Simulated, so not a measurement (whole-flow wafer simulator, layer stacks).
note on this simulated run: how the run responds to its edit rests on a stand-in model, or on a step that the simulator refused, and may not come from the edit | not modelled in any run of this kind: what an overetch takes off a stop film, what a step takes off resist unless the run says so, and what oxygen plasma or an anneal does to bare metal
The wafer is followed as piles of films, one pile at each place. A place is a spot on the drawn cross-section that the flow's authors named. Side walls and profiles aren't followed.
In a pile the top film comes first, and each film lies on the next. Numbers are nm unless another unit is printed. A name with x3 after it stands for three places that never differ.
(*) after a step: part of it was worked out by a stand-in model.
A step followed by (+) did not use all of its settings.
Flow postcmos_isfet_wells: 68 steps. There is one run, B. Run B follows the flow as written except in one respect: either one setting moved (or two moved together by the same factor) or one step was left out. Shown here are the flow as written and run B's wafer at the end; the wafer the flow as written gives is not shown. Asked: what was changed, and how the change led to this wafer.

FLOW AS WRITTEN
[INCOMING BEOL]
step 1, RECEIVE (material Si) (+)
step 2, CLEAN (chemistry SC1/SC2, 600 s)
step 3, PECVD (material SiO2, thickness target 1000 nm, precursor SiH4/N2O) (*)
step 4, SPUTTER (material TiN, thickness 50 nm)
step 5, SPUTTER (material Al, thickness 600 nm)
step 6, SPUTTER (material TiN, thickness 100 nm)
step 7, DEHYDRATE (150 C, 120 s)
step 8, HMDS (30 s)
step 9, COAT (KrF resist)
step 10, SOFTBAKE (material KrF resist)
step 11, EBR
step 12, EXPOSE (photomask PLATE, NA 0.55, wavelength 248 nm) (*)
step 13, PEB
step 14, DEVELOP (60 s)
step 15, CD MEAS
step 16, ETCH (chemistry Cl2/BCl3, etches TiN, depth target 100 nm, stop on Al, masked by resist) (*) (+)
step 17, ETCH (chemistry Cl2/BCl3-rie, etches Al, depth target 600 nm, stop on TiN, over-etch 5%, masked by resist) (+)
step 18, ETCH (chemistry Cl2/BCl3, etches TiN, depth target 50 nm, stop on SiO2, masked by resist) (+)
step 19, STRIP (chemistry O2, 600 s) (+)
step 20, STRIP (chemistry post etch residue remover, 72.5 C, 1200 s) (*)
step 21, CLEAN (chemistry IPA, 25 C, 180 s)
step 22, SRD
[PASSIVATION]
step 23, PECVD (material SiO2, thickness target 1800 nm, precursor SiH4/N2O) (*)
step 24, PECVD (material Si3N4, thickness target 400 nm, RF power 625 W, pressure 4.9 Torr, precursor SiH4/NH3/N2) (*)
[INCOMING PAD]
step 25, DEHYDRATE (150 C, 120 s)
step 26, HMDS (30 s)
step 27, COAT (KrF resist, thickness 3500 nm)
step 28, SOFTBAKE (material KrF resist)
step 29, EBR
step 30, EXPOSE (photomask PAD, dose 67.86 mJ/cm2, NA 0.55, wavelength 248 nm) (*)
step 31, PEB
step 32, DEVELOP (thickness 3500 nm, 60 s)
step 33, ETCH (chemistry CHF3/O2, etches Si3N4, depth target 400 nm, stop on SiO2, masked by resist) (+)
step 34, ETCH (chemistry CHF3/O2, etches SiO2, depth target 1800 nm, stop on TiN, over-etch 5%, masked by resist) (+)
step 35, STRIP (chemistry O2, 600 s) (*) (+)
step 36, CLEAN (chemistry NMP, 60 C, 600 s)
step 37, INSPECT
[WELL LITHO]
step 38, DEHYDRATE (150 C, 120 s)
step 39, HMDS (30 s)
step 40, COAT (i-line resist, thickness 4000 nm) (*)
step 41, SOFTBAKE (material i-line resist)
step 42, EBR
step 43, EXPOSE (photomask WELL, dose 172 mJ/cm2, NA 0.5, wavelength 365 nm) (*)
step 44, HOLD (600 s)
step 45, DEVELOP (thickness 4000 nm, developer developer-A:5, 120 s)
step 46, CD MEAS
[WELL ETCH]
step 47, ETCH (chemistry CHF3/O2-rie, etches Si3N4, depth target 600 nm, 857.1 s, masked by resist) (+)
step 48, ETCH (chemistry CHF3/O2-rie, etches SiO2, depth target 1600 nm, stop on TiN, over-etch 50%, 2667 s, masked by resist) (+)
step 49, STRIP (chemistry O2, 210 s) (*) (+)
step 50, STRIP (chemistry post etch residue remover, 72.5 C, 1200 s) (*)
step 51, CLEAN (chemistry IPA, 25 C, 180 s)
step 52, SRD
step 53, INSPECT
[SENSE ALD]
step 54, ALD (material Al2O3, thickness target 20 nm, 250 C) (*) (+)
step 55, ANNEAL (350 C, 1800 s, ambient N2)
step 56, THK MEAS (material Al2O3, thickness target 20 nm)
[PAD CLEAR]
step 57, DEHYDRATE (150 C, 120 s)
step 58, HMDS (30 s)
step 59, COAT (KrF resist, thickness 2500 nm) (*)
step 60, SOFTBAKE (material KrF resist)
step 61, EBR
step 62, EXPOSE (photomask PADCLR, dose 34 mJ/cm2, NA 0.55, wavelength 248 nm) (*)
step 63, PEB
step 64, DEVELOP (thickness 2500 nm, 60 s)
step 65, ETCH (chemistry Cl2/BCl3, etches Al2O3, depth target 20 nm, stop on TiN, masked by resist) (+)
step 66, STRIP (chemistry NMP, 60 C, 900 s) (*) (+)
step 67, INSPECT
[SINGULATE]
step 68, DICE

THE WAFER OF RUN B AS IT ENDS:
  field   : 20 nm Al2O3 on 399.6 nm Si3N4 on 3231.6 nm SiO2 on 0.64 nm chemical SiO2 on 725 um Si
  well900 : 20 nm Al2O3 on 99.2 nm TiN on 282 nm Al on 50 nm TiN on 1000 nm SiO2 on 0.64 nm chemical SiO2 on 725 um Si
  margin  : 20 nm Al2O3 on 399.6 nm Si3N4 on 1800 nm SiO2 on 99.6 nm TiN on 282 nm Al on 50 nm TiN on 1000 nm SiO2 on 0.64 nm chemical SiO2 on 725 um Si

The reason: step 5, SPUTTER: thickness 282 nm was run, though the flow has thickness 600 nm.
The wafer itself shows it: well900 has Al 282, and step 5 as written asks for 600 nm.

Step by step, how the change led to this:
  step 5, SPUTTER (material Al, thickness 600 nm)
      field, margin, well900, well1300 x3, pad_rim, pad_clr, pad_open: +282 Al (new film) (as written it would have been: +600 Al (new film))
  step 17, ETCH (chemistry Cl2/BCl3-rie, etches Al, depth target 600 nm, stop on TiN, over-etch 5%, masked by resist) (+)
      margin, well900, well1300 x3, pad_rim, pad_clr, pad_open: -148 KrF resist (as written it would have been: -300 KrF resist)
      field: -282 Al (all of it) (as written it would have been: -600 Al (all of it))
  step 19, STRIP (chemistry O2, 600 s) (+)
      margin, well900, well1300 x3, pad_rim, pad_clr, pad_open: -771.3 KrF resist (all of it) (as written it would have been: -619.4 KrF resist (all of it))
  step 23, PECVD (material SiO2, thickness target 1800 nm, precursor SiH4/N2O) (*)
      field: +2231.6 SiO2 (as written it would have been: +1800 SiO2 (new film), +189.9 void (new film), +559.7 SiO2)
